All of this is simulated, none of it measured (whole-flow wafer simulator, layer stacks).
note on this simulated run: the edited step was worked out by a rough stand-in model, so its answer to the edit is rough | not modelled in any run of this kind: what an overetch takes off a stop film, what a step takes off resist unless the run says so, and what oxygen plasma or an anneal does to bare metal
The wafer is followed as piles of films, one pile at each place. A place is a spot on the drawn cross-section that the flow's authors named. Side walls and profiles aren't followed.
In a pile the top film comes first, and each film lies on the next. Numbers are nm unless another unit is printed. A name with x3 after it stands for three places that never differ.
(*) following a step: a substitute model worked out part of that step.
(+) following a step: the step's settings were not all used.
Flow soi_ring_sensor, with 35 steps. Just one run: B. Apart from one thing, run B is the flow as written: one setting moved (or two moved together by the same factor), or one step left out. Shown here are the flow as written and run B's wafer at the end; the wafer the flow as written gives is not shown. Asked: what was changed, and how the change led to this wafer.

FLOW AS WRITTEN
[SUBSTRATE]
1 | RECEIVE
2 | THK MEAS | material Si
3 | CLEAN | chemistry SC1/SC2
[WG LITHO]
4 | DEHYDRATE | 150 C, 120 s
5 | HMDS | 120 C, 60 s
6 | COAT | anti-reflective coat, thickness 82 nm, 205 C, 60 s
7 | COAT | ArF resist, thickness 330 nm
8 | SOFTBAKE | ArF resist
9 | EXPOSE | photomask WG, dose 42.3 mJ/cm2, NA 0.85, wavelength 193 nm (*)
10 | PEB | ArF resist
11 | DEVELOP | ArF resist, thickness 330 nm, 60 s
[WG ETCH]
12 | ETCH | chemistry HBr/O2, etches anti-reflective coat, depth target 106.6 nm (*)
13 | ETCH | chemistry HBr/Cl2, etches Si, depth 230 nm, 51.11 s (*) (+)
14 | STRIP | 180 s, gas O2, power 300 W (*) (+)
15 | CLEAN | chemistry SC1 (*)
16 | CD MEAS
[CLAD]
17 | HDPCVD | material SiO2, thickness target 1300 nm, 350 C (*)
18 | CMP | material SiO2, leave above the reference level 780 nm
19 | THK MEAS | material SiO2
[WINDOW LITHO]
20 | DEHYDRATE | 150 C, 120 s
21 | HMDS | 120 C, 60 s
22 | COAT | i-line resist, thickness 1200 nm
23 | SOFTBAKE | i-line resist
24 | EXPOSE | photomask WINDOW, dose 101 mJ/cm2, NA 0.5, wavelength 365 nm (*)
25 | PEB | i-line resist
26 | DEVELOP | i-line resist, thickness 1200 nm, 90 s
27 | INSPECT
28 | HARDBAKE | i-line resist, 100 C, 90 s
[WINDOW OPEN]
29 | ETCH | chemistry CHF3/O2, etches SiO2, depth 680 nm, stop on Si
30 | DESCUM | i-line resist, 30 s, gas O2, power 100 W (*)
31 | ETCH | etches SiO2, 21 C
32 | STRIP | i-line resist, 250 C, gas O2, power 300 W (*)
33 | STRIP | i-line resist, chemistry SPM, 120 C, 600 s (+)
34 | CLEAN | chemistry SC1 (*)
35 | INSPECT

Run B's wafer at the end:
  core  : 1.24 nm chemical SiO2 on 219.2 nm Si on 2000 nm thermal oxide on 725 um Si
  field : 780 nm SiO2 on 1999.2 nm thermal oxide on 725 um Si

Cause: step 17, HDPCVD: thickness target 780 nm was run, whereas the flow has thickness target 1300 nm.

Step by step, how the change led to this:
  17 | HDPCVD | material SiO2, thickness target 1300 nm, 350 C (*)
      core, gap, window, field, core_clad, gap_clad: +780 SiO2 (new film) (in the flow as written it would be: +1300 SiO2 (new film))
  18 | CMP | material SiO2, leave above the reference level 780 nm
      gap, window, field, gap_clad: nothing (in the flow as written it would be: -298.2 SiO2)
      core, core_clad: nothing (in the flow as written it would be: -520 SiO2)
  22 | COAT | i-line resist, thickness 1200 nm
      core, core_clad: +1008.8 i-line resist (new film) (in the flow as written it would be: +1200 i-line resist (new film))
      gap, gap_clad: +1232.8 i-line resist (new film) (in the flow as written it would be: +1200 i-line resist (new film))
  23 | SOFTBAKE | i-line resist
      core, core_clad: -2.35 i-line resist (in the flow as written it would be: nothing)
      gap, gap_clad: -2.89 i-line resist (in the flow as written it would be: nothing)
      (and at 1 other place as well)
  25 | PEB | i-line resist
      core, core_clad: -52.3 i-line resist (in the flow as written it would be: -62.8 i-line resist)
      gap, gap_clad: -64.4 i-line resist (in the flow as written it would be: -62.8 i-line resist)
  26 | DEVELOP | i-line resist, thickness 1200 nm, 90 s
      core: -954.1 i-line resist (all of it) (in the flow as written it would be: -1137.2 i-line resist (all of it))
      gap: -1165.5 i-line resist (all of it) (in the flow as written it would be: -1137.2 i-line resist (all of it))
  32 | STRIP | i-line resist, 250 C, gas O2, power 300 W (*)
      core_clad: -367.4 i-line resist (all of it) (in the flow as written it would be: -550.1 i-line resist (all of it))
